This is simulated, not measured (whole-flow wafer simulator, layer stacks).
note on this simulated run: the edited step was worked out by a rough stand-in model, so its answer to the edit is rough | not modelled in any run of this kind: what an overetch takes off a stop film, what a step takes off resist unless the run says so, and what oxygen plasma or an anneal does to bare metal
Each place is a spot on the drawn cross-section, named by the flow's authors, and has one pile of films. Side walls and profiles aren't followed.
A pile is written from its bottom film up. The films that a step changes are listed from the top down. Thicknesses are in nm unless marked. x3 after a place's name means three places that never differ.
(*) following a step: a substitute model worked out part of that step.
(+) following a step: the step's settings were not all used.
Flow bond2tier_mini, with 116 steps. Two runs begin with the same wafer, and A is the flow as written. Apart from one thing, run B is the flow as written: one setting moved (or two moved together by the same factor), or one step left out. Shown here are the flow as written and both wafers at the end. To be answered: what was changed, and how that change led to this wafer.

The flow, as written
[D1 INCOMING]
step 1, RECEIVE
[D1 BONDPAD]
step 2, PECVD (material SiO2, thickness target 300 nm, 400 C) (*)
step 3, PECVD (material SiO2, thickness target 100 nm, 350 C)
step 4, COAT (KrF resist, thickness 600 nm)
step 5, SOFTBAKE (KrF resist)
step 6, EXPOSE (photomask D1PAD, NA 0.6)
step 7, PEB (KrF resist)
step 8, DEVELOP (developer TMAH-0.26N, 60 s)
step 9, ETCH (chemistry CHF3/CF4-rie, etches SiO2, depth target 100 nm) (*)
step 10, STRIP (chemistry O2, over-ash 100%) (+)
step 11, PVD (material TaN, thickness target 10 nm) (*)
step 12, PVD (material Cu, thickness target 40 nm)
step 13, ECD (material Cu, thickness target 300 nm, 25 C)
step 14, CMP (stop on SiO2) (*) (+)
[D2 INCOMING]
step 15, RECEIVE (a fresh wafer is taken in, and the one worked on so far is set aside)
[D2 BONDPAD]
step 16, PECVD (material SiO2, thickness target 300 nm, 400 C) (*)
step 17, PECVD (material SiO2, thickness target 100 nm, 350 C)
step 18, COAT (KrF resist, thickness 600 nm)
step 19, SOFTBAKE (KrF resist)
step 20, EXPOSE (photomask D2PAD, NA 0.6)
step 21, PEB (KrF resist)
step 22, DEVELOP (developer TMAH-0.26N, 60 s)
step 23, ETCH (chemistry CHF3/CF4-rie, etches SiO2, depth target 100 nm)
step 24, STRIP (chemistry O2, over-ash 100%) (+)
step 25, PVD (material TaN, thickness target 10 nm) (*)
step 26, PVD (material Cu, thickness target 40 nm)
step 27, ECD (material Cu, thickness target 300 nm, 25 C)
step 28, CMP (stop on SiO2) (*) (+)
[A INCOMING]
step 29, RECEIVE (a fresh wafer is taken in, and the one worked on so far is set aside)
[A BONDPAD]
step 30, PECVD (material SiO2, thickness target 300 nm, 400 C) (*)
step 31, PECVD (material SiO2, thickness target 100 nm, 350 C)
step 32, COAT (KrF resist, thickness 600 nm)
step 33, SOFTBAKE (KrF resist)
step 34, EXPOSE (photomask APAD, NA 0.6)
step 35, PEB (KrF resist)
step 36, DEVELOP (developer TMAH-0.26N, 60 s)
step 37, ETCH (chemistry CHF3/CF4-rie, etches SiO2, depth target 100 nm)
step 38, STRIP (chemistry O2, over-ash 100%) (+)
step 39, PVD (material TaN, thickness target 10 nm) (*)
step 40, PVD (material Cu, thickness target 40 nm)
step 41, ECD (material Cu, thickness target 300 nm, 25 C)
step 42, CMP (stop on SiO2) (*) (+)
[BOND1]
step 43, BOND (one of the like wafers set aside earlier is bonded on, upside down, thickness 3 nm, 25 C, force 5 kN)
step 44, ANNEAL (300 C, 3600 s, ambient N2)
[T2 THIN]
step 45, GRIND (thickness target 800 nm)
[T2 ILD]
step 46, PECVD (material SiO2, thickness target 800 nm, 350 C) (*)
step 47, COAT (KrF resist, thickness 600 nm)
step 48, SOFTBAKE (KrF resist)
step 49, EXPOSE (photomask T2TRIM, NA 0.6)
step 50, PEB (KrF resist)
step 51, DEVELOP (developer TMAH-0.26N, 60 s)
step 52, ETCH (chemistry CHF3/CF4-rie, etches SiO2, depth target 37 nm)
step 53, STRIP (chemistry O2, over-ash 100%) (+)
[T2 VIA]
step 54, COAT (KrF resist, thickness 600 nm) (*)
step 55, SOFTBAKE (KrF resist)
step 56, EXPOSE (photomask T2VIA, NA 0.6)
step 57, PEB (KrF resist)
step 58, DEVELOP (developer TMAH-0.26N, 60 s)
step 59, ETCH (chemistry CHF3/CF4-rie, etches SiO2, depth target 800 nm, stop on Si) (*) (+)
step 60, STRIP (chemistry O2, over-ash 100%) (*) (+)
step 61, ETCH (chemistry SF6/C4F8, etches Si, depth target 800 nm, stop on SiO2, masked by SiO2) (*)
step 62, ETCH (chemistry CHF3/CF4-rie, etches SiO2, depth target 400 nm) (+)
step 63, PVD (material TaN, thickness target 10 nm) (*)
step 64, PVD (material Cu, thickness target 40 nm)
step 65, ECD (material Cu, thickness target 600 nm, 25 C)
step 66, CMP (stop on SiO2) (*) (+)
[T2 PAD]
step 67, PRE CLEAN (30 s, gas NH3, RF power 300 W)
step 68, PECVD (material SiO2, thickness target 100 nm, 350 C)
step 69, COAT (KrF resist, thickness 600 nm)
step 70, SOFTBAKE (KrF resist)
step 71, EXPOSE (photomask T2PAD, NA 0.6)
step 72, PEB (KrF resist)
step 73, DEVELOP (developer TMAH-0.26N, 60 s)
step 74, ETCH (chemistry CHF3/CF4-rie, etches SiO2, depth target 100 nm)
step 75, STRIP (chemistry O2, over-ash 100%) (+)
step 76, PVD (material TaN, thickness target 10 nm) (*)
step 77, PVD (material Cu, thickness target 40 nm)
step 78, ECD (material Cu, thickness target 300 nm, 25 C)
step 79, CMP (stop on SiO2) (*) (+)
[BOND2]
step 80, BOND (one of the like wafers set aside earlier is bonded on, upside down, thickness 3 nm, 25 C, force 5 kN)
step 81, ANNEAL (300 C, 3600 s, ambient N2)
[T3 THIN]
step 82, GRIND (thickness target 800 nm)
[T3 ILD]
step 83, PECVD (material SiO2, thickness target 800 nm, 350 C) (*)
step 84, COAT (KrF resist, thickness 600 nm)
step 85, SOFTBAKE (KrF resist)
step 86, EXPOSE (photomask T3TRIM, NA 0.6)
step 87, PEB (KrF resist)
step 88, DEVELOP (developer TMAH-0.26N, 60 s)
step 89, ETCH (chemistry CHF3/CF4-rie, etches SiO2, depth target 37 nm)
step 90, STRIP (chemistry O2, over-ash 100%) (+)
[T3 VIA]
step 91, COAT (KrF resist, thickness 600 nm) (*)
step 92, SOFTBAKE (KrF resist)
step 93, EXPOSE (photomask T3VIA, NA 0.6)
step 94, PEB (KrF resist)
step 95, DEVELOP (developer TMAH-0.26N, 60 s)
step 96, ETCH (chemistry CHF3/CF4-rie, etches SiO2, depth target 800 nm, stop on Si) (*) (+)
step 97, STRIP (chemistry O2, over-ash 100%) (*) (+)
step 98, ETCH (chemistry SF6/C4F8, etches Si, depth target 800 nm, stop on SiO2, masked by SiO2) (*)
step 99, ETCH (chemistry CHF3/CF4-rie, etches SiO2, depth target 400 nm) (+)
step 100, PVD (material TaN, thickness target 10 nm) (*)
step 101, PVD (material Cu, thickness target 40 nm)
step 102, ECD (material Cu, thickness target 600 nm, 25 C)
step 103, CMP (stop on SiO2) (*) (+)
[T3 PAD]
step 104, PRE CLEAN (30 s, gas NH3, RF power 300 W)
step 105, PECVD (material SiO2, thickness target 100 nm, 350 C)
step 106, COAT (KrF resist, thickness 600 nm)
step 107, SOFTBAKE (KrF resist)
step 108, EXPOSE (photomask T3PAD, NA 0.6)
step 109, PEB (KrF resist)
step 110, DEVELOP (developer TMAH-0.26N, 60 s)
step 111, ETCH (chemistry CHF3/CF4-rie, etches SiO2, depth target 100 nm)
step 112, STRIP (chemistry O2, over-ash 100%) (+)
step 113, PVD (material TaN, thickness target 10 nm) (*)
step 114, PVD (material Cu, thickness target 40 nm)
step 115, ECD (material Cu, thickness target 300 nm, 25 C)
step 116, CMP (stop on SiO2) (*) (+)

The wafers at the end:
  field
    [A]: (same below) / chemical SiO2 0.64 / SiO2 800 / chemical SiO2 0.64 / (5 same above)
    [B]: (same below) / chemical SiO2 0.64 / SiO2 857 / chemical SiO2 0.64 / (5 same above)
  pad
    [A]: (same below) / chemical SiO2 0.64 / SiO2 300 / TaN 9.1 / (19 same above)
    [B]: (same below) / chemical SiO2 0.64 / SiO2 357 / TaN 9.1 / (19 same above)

What caused this: step 30, PECVD: thickness target 357 nm was run, though the flow has thickness target 300 nm.
The wafer itself shows it: pad has SiO2 357, and step 30 as written asks for 300 nm.

Step by step, how the change led to this:
  step 30, PECVD (material SiO2, thickness target 300 nm, 400 C) (*)
      field, pad, via: A +300 SiO2 (new film) | B +357 SiO2 (new film)
